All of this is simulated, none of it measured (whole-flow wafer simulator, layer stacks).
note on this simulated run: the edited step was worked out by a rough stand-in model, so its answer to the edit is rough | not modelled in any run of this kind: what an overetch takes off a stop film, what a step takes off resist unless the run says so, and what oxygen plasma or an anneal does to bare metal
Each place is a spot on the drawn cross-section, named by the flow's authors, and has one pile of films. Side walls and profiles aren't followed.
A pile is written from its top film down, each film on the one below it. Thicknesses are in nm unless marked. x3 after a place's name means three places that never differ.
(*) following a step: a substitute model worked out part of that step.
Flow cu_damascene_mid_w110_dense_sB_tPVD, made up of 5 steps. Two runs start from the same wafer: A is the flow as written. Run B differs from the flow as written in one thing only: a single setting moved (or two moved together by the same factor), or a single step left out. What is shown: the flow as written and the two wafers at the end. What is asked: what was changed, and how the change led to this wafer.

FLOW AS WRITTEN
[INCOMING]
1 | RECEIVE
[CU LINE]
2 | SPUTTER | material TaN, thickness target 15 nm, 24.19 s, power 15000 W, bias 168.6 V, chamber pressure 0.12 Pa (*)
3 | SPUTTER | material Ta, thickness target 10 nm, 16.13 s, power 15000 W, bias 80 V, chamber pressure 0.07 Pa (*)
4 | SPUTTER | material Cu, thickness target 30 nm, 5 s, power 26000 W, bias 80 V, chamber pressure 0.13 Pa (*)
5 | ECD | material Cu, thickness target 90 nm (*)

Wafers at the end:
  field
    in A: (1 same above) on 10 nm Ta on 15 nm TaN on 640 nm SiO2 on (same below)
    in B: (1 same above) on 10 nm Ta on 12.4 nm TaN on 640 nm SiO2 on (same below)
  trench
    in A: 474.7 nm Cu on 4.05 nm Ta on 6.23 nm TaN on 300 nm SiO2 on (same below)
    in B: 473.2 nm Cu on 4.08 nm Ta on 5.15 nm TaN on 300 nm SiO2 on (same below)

What caused this: step 2, SPUTTER: thickness target 12.4 nm was run, while the flow as written has thickness target 15 nm; step 2, SPUTTER: 19.96 s was run, where the flow has 24.19 s.
The wafer lets one read it off: field has TaN 12.4, and step 2 as written asks for 15 nm.

Step by step, how the change led to this:
  2 | SPUTTER | material TaN, thickness target 15 nm, 24.19 s, power 15000 W, bias 168.6 V, chamber pressure 0.12 Pa (*)
      field: A TaN gains 15 (new film) | B TaN gains 12.4 (new film)
      trench: A TaN gains 6.23 (new film) | B TaN gains 5.15 (new film)
